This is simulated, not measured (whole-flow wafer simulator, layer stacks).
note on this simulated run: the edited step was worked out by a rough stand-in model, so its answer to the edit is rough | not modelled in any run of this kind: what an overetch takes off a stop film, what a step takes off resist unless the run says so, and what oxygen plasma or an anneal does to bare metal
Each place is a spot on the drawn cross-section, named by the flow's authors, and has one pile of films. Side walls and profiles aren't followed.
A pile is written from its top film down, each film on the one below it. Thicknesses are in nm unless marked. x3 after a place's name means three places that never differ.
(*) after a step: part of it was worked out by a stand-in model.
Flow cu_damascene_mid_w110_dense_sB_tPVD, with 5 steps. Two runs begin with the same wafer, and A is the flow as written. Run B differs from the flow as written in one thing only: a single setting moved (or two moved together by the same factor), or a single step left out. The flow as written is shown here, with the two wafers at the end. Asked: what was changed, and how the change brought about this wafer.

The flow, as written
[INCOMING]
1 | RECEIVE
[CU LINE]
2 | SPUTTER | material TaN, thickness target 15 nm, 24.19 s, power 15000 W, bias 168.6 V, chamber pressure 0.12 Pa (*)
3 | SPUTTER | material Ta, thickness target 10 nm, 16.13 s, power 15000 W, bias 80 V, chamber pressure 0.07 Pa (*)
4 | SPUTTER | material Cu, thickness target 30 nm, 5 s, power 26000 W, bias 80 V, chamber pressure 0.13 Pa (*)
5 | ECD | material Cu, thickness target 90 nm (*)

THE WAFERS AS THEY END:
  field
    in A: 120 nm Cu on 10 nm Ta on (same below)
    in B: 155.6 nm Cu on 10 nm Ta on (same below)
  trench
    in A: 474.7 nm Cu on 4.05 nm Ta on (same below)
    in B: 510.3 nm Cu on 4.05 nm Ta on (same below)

The reason: step 5, ECD: thickness target 125.6 nm was run, though the flow has thickness target 90 nm.

The path from the change to this, step by step:
  5 | ECD | material Cu, thickness target 90 nm (*)
      field: A +90 Cu | B +125.6 Cu
      trench: A +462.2 Cu | B +497.8 Cu
